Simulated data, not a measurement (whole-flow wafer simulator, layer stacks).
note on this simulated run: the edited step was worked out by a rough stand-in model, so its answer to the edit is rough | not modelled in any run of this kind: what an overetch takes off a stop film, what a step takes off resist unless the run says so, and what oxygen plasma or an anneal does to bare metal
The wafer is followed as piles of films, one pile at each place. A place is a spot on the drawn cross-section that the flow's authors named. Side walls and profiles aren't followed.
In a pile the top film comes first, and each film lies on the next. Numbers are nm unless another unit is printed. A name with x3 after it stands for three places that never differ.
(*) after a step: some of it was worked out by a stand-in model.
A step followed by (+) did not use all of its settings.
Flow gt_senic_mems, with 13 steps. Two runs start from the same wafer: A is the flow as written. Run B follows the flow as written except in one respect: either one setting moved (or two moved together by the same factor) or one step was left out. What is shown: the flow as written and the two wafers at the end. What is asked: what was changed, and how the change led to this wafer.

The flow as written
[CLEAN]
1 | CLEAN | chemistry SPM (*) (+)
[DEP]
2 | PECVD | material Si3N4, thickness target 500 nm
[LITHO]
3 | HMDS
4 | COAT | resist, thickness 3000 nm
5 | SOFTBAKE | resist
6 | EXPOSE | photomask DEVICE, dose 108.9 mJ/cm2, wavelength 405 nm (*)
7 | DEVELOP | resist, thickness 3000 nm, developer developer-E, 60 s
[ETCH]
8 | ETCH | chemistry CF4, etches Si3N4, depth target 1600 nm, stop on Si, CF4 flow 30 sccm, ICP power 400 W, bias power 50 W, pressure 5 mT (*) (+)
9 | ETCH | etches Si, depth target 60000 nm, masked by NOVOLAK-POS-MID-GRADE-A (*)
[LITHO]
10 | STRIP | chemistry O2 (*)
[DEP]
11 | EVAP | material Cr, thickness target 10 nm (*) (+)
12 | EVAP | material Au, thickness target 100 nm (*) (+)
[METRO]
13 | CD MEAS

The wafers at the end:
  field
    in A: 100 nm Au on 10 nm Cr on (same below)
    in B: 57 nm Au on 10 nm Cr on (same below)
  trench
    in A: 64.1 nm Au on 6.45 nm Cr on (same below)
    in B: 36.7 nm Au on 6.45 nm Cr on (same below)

What caused this: step 12, EVAP: thickness target 57 nm was run, while the flow as written has thickness target 100 nm.
One can read it off the wafer: field has Au 57, and step 12 as written asks for 100 nm.

How this came from the change, step by step:
  12 | EVAP | material Au, thickness target 100 nm (*) (+)
      field: A +100 Au (new film) | B +57 Au (new film)
      trench: A +64.1 Au (new film) | B +36.7 Au (new film)
